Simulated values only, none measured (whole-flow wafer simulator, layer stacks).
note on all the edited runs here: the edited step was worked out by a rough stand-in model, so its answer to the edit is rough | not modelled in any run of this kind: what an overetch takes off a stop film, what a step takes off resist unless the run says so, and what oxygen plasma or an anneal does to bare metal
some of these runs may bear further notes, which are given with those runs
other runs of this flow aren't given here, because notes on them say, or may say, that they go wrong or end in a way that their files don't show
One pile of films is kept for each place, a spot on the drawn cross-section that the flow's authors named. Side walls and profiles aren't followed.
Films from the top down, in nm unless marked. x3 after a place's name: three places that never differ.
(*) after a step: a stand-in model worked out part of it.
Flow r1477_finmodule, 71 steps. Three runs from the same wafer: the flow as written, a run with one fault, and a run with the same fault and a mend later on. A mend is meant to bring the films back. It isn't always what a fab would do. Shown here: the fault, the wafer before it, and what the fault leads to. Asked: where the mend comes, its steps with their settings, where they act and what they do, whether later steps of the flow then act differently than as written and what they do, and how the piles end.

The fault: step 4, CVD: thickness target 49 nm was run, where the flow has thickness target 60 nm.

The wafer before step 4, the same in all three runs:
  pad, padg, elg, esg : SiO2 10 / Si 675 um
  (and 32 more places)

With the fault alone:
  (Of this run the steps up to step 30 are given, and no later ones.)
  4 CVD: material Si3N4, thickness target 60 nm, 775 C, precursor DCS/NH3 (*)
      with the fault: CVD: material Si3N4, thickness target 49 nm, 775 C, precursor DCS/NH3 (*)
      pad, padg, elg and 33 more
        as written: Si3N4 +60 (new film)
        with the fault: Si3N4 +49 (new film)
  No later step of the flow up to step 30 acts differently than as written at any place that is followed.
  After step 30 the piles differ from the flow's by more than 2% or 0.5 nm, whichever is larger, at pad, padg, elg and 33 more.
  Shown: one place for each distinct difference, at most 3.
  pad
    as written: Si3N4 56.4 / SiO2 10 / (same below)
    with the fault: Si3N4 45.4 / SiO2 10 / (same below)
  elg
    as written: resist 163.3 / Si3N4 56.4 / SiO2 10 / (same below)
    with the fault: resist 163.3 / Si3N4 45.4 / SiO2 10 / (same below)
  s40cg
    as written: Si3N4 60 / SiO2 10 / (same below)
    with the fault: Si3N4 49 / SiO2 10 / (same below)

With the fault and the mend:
  The mend comes after step 5.
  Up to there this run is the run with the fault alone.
  5a ETCH: chemistry h3po4, depth target 56.35 nm
      pad, padg, elg and 33 more
        Si3N4 -49 (all of it)
  5b CLEAN: chemistry SC1/SC2 (the flow's step 2 once more)
      changes no film at any place that is followed
  5c CVD: material Si3N4, thickness target 60 nm, 775 C, precursor DCS/NH3 (*) (the flow's step 4 once more)
      pad, padg, elg and 33 more
        Si3N4 +60 (new film)
  No later step of the flow acts differently than as written at any place that is followed.
  At the end the piles are the same as the flow's at every place that both follow.
